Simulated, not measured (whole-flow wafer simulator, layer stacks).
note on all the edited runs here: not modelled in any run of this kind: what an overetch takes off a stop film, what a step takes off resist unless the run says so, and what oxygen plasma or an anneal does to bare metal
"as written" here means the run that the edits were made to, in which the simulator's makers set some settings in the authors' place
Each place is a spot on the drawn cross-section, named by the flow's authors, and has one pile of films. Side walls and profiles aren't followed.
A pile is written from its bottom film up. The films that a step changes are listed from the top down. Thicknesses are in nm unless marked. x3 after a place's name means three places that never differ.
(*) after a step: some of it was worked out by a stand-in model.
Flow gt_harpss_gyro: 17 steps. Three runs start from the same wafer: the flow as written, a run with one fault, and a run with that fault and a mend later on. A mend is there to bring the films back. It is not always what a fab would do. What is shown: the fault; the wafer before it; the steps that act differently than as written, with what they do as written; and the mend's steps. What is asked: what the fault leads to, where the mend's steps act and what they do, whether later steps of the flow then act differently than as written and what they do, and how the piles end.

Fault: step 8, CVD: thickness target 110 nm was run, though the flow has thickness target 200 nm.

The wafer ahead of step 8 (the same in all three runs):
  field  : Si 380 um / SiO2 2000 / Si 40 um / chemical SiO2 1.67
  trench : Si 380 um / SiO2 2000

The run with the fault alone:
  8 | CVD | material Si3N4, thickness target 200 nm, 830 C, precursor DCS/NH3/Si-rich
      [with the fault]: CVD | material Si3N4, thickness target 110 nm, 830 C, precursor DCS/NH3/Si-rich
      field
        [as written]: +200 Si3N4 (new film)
        [with the fault]: +110 Si3N4 (new film)
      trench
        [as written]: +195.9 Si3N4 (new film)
        [with the fault]: +107.9 Si3N4 (new film)
  Later steps of the flow acting differently than as written:
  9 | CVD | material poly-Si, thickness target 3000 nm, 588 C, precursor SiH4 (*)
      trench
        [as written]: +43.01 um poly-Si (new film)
        [with the fault]: +43 um poly-Si (new film)
  The piles end different from the flow's at field, trench by more than 2% or 0.5 nm, whichever is larger.
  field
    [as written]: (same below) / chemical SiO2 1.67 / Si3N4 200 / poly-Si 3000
    [with the fault]: (same below) / chemical SiO2 1.67 / Si3N4 110 / poly-Si 3000
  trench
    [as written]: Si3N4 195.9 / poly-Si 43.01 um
    [with the fault]: Si3N4 107.9 / poly-Si 43 um

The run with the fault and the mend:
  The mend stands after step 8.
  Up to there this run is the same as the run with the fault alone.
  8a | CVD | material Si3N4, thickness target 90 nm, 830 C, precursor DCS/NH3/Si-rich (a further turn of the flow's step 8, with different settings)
      field
        +90 Si3N4
      trench
        +87.9 Si3N4
  Later steps of the flow that are run all act as written at every place that is followed.
  The piles end only slightly different from the flow's at the places that both follow, by no more than 2% or 0.5 nm, whichever is larger.
